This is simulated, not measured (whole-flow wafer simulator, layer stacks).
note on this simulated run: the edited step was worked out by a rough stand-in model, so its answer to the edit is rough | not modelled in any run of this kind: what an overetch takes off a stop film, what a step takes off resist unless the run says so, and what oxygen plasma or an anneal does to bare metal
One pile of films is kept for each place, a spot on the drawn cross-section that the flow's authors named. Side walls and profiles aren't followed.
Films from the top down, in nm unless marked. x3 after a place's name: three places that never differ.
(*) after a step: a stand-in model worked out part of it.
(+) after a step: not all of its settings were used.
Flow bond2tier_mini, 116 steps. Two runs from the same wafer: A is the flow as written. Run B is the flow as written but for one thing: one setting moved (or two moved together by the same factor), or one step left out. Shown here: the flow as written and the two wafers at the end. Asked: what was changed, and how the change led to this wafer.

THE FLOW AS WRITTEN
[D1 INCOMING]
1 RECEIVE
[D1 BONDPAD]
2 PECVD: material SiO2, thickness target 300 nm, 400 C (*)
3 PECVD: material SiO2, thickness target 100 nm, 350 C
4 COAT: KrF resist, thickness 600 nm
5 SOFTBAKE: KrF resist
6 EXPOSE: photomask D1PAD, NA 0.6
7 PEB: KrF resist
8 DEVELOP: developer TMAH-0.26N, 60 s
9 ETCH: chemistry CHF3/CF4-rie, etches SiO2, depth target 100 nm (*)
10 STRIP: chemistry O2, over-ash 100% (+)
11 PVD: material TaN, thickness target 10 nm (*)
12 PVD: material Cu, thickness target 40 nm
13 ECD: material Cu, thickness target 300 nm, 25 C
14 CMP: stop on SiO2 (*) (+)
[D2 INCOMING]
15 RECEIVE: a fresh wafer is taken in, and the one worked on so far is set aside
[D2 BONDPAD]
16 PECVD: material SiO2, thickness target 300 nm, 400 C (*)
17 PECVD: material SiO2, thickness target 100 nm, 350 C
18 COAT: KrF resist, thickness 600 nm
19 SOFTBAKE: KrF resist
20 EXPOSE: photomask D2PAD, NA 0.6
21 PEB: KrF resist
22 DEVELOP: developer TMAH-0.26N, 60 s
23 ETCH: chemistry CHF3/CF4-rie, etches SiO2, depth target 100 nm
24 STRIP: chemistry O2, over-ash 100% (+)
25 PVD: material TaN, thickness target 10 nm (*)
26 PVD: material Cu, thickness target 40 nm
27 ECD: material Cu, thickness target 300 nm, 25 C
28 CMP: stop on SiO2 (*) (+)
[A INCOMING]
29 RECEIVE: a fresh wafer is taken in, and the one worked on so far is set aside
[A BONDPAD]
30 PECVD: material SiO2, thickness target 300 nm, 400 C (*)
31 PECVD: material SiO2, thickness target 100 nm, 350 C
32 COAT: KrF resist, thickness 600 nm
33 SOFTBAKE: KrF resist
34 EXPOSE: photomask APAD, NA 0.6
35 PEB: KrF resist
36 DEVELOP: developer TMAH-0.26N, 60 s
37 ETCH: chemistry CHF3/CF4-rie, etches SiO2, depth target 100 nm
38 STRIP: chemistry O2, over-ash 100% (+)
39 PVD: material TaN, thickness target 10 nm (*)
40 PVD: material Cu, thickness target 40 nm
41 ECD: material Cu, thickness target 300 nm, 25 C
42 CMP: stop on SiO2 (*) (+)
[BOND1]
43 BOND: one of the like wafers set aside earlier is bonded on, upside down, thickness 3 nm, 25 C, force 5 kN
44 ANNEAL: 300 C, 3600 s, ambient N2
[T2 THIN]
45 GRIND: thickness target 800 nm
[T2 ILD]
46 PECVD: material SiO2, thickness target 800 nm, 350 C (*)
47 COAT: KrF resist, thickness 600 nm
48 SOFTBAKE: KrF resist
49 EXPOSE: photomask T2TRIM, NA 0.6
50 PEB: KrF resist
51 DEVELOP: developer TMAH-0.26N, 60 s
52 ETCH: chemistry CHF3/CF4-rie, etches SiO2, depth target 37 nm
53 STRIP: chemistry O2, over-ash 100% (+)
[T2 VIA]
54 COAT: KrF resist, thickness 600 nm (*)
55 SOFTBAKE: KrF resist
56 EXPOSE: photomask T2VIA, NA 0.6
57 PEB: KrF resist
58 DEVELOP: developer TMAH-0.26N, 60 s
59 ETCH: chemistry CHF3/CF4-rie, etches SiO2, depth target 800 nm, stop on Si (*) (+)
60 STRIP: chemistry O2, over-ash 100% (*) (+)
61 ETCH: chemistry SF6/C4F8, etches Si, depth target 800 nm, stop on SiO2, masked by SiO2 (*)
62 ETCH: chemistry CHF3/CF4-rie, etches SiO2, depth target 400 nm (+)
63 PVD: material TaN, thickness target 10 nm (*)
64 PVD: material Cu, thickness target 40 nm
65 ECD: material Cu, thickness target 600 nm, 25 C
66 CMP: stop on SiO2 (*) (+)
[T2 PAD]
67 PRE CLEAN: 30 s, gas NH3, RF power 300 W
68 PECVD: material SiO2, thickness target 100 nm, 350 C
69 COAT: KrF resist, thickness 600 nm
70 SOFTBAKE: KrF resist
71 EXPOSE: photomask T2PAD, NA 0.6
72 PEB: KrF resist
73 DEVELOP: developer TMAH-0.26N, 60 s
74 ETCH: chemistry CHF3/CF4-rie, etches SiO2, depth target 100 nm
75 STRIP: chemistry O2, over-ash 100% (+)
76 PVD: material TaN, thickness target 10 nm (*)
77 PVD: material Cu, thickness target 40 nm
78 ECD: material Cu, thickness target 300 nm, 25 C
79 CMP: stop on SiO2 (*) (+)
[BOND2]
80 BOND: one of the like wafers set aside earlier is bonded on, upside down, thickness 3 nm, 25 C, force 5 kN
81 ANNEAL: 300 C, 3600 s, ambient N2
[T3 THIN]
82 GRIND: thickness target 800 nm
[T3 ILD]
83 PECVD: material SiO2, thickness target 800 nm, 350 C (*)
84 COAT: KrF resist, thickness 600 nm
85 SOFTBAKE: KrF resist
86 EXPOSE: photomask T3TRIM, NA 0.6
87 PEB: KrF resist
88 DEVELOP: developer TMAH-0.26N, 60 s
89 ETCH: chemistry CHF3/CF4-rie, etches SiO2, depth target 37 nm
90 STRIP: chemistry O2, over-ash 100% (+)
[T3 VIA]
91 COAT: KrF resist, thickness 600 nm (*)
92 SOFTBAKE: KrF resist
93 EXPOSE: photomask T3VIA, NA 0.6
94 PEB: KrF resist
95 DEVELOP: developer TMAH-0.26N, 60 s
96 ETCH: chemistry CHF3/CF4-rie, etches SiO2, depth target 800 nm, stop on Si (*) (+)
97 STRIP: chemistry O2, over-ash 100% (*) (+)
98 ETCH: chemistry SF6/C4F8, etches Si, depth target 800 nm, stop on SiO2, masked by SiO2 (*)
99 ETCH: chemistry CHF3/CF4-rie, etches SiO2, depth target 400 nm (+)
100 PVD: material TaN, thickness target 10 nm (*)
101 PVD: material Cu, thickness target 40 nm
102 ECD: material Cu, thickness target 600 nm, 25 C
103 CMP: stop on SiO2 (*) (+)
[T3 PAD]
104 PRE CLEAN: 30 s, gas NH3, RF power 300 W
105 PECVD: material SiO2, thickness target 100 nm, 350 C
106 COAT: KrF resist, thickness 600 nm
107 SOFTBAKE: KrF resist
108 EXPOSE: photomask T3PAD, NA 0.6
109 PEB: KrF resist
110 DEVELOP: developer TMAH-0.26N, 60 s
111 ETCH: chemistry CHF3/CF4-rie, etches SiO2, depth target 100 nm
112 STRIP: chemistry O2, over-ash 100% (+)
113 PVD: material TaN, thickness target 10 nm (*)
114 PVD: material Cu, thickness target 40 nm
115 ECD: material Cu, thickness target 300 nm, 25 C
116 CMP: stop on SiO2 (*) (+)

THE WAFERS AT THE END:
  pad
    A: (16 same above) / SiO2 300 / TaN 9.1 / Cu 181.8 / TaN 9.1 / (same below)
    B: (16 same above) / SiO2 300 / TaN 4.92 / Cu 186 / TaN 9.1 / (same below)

The cause: step 11, PVD: thickness target 5.4 nm was run, where the flow has thickness target 10 nm.

How the change led to this, step by step:
  11 PVD: material TaN, thickness target 10 nm (*)
      field: A TaN +10 (new film) | B TaN +5.4 (new film)
      pad: A TaN +9.1 (new film) | B TaN +4.92 (new film)
      (and at 1 more place)
  14 CMP: stop on SiO2 (*) (+)
      field: A Cu -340 (all of it), TaN -10 (all of it) | B Cu -340 (all of it), TaN -5.4 (all of it)
  43 BOND: one of the like wafers set aside earlier is bonded on, upside down, thickness 3 nm, 25 C, force 5 kN
      pad: A Si +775 um (new film), chemical SiO2 +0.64 (new film), SiO2 +300 (new film), TaN +9.1 (new film), Cu +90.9 | B Si +775 um (new film), chemical SiO2 +0.64 (new film), SiO2 +300 (new film), TaN +4.92 (new film), Cu +95.1
      via: A Si +775 um (new film), chemical SiO2 +0.64 (new film), SiO2 +300 (new film), TaN +9.97 (new film), Cu +90 | B Si +775 um (new film), chemical SiO2 +0.64 (new film), SiO2 +300 (new film), TaN +5.39 (new film), Cu +94.6
